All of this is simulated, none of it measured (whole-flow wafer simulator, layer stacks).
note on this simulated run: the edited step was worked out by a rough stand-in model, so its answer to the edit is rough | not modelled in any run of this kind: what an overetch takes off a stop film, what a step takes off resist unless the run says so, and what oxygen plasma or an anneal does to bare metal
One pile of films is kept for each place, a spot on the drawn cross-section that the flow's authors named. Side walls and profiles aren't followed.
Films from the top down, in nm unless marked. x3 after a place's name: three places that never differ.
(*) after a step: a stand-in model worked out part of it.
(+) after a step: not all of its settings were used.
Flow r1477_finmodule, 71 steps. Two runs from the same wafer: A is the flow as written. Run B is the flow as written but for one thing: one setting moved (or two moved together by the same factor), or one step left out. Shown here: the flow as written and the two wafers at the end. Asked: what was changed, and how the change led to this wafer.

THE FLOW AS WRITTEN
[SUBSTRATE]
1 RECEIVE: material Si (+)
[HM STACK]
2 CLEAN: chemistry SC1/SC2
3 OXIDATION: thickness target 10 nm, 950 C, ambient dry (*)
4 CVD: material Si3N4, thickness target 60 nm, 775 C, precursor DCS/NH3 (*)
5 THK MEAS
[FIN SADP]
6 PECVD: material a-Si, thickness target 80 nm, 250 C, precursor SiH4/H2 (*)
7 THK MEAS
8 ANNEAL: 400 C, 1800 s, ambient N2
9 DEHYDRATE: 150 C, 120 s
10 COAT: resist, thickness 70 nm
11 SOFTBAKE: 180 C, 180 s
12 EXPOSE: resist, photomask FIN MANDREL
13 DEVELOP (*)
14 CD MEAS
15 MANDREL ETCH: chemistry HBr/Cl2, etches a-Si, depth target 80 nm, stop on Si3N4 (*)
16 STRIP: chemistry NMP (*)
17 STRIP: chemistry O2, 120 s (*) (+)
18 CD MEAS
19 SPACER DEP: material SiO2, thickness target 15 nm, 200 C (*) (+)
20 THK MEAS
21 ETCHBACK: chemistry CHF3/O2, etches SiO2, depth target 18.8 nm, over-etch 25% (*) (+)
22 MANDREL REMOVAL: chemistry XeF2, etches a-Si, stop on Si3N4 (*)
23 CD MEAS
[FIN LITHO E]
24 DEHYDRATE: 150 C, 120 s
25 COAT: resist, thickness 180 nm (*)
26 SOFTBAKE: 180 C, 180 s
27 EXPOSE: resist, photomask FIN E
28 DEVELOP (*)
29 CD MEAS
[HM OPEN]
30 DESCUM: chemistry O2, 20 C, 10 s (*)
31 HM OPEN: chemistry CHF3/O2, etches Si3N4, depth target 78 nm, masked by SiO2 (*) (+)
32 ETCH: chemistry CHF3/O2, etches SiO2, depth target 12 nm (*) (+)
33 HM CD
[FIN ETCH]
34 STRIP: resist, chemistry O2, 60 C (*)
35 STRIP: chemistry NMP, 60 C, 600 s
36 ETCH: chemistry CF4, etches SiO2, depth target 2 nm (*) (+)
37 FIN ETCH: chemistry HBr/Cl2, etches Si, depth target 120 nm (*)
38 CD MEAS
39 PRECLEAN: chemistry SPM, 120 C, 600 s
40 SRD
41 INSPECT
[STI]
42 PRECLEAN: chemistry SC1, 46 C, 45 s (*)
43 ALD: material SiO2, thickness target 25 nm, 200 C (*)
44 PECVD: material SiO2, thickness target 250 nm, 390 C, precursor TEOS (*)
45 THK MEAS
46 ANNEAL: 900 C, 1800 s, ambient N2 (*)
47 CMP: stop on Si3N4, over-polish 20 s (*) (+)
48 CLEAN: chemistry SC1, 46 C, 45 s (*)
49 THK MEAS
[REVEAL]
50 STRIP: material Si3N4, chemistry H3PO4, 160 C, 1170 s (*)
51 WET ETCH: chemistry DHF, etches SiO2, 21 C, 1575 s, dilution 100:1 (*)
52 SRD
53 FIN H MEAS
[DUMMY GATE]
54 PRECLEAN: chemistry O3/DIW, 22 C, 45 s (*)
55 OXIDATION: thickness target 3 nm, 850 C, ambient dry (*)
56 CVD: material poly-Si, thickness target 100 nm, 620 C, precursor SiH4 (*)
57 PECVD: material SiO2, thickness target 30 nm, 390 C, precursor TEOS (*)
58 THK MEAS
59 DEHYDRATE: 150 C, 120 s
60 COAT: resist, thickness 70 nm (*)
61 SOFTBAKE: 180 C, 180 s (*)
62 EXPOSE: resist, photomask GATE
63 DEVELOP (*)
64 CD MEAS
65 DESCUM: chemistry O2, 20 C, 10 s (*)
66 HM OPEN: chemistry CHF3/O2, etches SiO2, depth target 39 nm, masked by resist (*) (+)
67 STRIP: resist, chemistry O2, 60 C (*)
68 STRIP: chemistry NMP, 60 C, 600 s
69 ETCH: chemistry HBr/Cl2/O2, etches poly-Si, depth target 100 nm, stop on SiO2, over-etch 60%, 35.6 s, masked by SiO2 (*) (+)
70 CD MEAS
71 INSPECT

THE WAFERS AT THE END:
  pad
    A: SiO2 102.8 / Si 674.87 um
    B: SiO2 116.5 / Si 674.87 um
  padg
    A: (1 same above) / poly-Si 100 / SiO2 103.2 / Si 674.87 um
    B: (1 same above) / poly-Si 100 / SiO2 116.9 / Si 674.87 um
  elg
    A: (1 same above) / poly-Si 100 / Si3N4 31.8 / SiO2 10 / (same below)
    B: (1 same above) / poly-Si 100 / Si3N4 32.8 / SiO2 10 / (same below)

The cause: step 51, WET ETCH: 1323 s was run, where the flow has 1575 s.

How the change led to this, step by step:
  51 WET ETCH: chemistry DHF, etches SiO2, 21 C, 1575 s, dilution 100:1 (*)
      pad, padg, e40sg and 12 more: A SiO2 -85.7 | B SiO2 -72
      elg, e40lg, e100lg, e200lg, elo, e40lo, e100lo, e200lo: A SiO2 -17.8 (all of it), Si3N4 -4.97 | B SiO2 -17.8 (all of it), Si3N4 -3.94
      (and at 7 more places)
  56 CVD: material poly-Si, thickness target 100 nm, 620 C, precursor SiH4 (*)
      s40cg, s40co: A poly-Si +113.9 (new film) | B poly-Si +101.3 (new film)
      s45cg, s45co: A poly-Si +113.4 (new film) | B poly-Si +100.7 (new film)
      (and at 3 more places)
  60 COAT: resist, thickness 70 nm (*)
      e40sg, eso, e40so: A resist +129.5 (new film) | B resist +117.4 (new film)
      e100sg, e100so: A resist +129.4 (new film) | B resist +117.4 (new film)
      (and at 8 more places)
  63 DEVELOP (*)
      eso, e40so: A resist -129.5 (all of it) | B resist -117.4 (all of it)
      e100so: A resist -129.4 (all of it) | B resist -117.4 (all of it)
      (and at 4 more places)
  67 STRIP: resist, chemistry O2, 60 C (*)
      e40lg, e100lg, e200lg: A resist -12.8 (all of it) | B resist -13.4 (all of it)
      e40sg: A resist -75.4 (all of it) | B resist -63.3 (all of it)
      (and at 6 more places)
  69 ETCH: chemistry HBr/Cl2/O2, etches poly-Si, depth target 100 nm, stop on SiO2, over-etch 60%, 35.6 s, masked by SiO2 (*) (+)
      s40co: A chemical SiO2 -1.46 (all of it), poly-Si -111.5 (all of it), SiO2 -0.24 | B chemical SiO2 -1.39 (all of it), poly-Si -98.9 (all of it), SiO2 -0.36
      s45co: A chemical SiO2 -1.46 (all of it), poly-Si -110.9 (all of it), SiO2 -0.25 | B chemical SiO2 -1.39 (all of it), poly-Si -98.3 (all of it), SiO2 -0.38
      (and at 1 more place)
